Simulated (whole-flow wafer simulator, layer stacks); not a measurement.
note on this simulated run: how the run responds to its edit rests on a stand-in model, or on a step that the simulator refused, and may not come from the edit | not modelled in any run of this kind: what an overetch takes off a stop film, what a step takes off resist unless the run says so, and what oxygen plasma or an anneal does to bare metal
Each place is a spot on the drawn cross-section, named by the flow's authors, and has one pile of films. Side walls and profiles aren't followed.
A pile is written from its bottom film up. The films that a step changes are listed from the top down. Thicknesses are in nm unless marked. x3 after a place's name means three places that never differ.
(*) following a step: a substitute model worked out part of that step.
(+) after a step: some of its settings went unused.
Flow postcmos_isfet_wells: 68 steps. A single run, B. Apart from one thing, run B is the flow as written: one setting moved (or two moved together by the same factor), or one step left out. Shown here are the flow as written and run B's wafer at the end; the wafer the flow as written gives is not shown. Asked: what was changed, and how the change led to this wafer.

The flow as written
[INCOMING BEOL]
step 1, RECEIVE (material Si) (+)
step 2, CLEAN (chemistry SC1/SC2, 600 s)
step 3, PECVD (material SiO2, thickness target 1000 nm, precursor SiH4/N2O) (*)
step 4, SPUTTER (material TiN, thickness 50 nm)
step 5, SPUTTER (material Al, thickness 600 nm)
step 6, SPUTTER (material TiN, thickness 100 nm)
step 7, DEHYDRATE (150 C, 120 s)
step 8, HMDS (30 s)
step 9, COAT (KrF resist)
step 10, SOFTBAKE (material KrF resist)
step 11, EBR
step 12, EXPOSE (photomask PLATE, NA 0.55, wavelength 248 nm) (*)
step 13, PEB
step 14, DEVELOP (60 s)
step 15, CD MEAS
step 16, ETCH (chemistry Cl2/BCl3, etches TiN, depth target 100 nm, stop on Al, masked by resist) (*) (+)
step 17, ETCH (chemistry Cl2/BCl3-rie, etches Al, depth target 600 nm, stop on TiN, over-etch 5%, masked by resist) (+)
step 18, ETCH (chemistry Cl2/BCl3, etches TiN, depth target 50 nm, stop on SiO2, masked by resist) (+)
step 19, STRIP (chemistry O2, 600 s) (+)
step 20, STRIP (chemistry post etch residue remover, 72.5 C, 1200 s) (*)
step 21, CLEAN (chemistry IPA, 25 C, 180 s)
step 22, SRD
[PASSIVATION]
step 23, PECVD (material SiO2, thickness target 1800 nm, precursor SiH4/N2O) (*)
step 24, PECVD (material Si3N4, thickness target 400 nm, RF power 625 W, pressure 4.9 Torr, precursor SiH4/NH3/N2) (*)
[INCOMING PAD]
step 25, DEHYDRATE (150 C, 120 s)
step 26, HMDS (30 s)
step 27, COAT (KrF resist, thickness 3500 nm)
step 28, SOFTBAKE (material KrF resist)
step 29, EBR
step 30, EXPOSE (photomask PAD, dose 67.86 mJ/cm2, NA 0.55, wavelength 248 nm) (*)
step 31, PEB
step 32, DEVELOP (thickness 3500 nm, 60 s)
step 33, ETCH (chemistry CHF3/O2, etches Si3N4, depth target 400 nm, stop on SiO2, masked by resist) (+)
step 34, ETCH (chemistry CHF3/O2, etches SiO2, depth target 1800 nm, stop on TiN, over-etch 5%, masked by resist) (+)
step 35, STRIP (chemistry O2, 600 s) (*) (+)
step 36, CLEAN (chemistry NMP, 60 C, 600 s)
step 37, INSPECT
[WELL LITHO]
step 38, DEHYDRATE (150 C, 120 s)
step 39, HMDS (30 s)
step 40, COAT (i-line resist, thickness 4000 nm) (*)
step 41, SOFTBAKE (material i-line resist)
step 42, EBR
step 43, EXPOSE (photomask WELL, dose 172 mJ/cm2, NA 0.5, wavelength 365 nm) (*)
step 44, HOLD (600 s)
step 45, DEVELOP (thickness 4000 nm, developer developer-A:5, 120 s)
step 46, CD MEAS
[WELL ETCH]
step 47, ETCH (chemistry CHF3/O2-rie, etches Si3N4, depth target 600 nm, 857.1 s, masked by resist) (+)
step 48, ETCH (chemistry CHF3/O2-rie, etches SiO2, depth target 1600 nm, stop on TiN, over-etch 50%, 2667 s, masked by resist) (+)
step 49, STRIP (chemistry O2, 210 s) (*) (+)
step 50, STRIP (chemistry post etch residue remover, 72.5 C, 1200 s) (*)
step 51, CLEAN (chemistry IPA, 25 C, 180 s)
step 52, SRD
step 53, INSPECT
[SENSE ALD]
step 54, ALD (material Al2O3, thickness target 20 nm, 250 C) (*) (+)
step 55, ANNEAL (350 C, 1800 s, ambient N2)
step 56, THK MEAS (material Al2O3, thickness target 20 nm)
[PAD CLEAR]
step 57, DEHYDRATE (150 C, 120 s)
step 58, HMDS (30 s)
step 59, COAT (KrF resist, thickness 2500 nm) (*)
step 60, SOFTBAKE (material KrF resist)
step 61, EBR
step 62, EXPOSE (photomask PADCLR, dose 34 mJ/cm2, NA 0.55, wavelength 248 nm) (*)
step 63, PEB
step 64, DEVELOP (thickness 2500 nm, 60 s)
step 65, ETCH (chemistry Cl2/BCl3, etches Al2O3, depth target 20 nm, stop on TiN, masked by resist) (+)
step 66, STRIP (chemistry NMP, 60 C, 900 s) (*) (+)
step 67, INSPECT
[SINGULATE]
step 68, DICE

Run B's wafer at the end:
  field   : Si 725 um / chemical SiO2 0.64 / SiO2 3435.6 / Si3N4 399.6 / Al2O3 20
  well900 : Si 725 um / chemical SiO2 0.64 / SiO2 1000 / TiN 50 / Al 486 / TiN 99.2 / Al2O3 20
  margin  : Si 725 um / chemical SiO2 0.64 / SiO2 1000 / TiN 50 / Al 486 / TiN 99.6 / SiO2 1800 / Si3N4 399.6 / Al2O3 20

What caused this: step 5, SPUTTER: thickness 486 nm was run, while the flow as written has thickness 600 nm.
The wafer itself shows it: well900 has Al 486, and step 5 as written asks for 600 nm.

Step by step, how the change led to this:
  step 5, SPUTTER (material Al, thickness 600 nm)
      field, margin, well900, well1300 x3, pad_rim, pad_clr, pad_open: Al gains 486 (new film) (it would be, as written: Al gains 600 (new film))
  step 17, ETCH (chemistry Cl2/BCl3-rie, etches Al, depth target 600 nm, stop on TiN, over-etch 5%, masked by resist) (+)
      margin, well900, well1300 x3, pad_rim, pad_clr, pad_open: KrF resist loses 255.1 (it would be, as written: KrF resist loses 300)
      field: Al loses 486 (all of it) (it would be, as written: Al loses 600 (all of it))
  step 19, STRIP (chemistry O2, 600 s) (+)
      margin, well900, well1300 x3, pad_rim, pad_clr, pad_open: KrF resist loses 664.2 (all of it) (it would be, as written: KrF resist loses 619.4 (all of it))
  step 23, PECVD (material SiO2, thickness target 1800 nm, precursor SiH4/N2O) (*)
      field: SiO2 gains 2435.6 (it would be, as written: SiO2 gains 1800 (new film), void gains 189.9 (new film), SiO2 gains 559.7)
